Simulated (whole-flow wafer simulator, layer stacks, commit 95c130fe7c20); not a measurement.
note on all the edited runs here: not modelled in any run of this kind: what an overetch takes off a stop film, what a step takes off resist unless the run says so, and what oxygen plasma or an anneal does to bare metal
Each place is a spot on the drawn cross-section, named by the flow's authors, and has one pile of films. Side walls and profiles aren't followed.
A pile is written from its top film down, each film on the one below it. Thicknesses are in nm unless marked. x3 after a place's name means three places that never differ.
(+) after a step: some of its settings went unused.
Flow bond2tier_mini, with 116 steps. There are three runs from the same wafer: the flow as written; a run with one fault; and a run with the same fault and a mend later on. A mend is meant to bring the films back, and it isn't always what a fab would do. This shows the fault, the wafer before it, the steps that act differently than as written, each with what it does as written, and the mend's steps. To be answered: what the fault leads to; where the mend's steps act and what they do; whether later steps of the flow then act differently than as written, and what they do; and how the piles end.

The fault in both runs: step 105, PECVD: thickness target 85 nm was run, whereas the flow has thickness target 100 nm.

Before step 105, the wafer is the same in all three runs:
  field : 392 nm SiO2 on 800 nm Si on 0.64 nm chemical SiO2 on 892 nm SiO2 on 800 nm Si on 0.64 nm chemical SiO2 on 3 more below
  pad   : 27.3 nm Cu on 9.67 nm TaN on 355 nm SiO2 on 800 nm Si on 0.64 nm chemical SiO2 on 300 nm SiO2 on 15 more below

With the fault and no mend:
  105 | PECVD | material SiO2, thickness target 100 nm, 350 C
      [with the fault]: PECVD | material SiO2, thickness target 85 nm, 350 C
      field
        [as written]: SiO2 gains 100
        [with the fault]: SiO2 gains 85
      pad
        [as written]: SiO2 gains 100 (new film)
        [with the fault]: SiO2 gains 85 (new film)
  Steps later in the flow that act otherwise than as written (2 other steps are not shown; they differ only slightly, by no more than 2% or 0.5 nm, whichever is larger):
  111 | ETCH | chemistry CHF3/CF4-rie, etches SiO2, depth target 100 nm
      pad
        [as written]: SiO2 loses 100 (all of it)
        [with the fault]: SiO2 loses 85 (all of it), Cu loses 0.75
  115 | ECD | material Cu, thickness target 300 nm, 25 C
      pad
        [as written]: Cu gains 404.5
        [with the fault]: Cu gains 389.6
  At field, pad, the piles at the end differ from the flow's by more than 2% or 0.5 nm, whichever is larger.
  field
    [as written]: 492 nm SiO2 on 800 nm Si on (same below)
    [with the fault]: 477 nm SiO2 on 800 nm Si on (same below)
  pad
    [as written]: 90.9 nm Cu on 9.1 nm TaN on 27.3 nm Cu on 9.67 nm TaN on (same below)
    [with the fault]: 76.5 nm Cu on 9.27 nm TaN on 26.6 nm Cu on 9.67 nm TaN on (same below)

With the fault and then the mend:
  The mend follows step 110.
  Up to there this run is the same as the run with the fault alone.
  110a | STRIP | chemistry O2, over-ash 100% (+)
      field
        KrF resist loses 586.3 (all of it)
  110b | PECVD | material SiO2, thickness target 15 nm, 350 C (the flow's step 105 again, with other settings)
      field, pad
        SiO2 gains 15
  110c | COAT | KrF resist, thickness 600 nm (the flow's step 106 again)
      field, pad
        KrF resist gains 600 (new film)
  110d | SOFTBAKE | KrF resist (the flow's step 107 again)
      alters no film at any place that is followed
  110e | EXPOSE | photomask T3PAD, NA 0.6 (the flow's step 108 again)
      alters no film at any place that is followed
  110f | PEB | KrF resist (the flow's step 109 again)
      alters no film at any place that is followed
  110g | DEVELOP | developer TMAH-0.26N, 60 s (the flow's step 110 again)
      field
        KrF resist loses 13.7
      pad
        KrF resist loses 600 (all of it)
  Every later step of the flow that is run acts as written at every place that is followed.
  The piles end the same as the flow's at every place that both follow.
